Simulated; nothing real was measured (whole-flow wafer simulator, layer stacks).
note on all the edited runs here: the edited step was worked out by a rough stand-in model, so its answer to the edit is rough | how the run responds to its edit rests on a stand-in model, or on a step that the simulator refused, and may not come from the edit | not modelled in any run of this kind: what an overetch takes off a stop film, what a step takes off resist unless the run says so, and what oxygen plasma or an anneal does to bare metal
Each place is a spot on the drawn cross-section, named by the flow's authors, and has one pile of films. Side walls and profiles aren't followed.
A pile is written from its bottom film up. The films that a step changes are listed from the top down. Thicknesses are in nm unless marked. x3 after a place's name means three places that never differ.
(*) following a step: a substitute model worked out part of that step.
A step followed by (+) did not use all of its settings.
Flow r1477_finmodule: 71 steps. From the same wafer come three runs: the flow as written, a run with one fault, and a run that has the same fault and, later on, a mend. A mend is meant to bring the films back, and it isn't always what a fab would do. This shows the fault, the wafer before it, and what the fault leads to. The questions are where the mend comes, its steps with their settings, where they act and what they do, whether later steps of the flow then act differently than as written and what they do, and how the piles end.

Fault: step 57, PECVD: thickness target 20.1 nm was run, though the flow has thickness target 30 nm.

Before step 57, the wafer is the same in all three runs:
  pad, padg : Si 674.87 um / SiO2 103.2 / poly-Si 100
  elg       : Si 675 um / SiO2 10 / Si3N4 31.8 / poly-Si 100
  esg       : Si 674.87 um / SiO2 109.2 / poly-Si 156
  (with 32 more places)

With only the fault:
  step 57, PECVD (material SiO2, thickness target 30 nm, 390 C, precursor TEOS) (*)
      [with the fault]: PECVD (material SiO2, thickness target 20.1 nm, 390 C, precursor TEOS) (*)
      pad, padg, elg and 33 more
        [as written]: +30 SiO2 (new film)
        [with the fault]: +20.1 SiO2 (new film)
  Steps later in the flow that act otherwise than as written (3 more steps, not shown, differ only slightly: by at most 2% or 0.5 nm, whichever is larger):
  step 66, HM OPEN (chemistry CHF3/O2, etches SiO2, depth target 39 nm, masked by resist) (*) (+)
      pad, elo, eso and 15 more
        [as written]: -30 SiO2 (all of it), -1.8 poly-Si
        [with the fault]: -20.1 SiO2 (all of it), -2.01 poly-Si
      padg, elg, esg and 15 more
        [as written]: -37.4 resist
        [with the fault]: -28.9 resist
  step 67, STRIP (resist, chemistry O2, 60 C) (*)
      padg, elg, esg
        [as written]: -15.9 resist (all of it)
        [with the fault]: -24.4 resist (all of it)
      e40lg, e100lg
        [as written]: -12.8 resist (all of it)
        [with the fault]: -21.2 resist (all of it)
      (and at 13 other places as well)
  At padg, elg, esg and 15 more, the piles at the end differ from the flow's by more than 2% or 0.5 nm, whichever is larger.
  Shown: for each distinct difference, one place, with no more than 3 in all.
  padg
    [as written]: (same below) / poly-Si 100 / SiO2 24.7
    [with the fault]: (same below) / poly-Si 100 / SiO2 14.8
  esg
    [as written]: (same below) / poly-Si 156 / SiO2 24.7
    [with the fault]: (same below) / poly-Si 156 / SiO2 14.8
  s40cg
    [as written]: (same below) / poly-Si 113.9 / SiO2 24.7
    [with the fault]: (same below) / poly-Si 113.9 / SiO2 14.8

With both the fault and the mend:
  After step 58 comes the mend.
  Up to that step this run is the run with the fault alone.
  step 58a, PECVD (material SiO2, thickness target 9.9 nm, 390 C, precursor TEOS) (*) (the flow's step 57, run once more with other settings)
      pad, padg, elg and 33 more
        +9.9 SiO2
  None of the later steps of the flow acts differently than as written at any place that is followed.
  The piles end the same as the flow's at every place that both follow.
